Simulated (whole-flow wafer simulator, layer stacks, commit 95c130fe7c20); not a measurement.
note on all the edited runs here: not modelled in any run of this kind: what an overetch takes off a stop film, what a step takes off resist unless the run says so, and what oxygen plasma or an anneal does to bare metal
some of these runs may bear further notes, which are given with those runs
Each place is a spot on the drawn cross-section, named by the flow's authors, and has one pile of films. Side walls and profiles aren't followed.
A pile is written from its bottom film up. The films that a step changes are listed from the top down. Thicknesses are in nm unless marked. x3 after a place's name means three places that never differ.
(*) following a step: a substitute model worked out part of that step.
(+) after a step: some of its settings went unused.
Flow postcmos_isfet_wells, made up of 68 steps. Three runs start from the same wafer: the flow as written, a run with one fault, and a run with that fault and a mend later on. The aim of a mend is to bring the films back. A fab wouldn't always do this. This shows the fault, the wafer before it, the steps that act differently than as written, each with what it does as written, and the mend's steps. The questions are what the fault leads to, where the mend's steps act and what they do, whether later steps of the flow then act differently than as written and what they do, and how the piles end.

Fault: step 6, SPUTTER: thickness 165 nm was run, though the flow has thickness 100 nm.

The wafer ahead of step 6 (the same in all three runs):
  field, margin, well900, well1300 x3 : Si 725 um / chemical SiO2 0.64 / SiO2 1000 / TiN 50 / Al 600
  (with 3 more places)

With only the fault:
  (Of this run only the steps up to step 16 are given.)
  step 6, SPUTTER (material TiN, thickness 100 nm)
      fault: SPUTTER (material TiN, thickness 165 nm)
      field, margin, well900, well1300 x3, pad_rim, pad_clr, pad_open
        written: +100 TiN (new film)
        fault: +165 TiN (new film)
  Steps later in the flow that act otherwise than as written:
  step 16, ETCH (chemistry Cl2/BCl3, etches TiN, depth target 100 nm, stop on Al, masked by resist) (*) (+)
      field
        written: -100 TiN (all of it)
        fault: -100 TiN
  After step 16, at field, margin, well900, well1300 x3, pad_rim, pad_clr, pad_open, the piles differ from the flow's by more than 2% or 0.5 nm, whichever is larger.
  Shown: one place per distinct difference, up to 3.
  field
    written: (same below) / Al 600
    fault: (same below) / Al 600 / TiN 65
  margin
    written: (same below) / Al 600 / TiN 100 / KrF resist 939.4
    fault: (same below) / Al 600 / TiN 165 / KrF resist 939.4

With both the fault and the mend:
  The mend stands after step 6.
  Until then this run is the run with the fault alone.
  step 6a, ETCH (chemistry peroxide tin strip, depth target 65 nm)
      field, margin, well900, well1300 x3, pad_rim, pad_clr, pad_open
        -65 TiN
  None of the later steps of the flow acts differently than as written at any place that is followed.
  At every place that both follow, the piles at the end match the flow's.
